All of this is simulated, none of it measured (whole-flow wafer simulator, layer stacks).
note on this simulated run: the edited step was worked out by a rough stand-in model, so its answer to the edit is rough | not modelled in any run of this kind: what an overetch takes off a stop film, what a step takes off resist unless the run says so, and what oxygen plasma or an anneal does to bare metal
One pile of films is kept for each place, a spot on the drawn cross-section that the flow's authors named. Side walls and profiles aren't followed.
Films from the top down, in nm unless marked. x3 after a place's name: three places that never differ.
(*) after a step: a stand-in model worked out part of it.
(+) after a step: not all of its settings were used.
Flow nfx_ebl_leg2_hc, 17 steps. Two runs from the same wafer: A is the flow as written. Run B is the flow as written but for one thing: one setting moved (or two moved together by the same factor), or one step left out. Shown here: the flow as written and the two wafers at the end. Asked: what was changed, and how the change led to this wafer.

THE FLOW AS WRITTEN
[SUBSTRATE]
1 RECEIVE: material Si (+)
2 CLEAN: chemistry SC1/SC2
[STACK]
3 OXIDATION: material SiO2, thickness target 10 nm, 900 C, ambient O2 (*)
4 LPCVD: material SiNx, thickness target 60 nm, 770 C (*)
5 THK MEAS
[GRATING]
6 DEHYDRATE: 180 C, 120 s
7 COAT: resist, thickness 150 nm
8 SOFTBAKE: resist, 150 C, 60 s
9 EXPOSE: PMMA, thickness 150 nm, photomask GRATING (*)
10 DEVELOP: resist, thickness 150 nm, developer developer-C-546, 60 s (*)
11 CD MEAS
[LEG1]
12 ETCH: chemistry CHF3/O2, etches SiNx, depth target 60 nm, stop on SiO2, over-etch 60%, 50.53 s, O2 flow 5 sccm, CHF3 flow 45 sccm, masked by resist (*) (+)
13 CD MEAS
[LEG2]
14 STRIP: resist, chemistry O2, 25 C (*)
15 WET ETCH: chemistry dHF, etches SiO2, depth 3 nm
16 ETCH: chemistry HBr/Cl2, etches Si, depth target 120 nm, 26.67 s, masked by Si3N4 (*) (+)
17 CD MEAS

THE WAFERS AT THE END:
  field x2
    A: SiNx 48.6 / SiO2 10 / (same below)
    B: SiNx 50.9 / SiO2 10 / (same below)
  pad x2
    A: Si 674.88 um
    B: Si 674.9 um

The cause: step 16, ETCH: depth target 96 nm was run, where the flow has depth target 120 nm; step 16, ETCH: 21.33 s was run, where the flow has 26.67 s.

How the change led to this, step by step:
  16 ETCH: chemistry HBr/Cl2, etches Si, depth target 120 nm, 26.67 s, masked by Si3N4 (*) (+)
      field x2: A SiNx -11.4 | B SiNx -9.14
      pad x2: A Si -120 | B Si -96
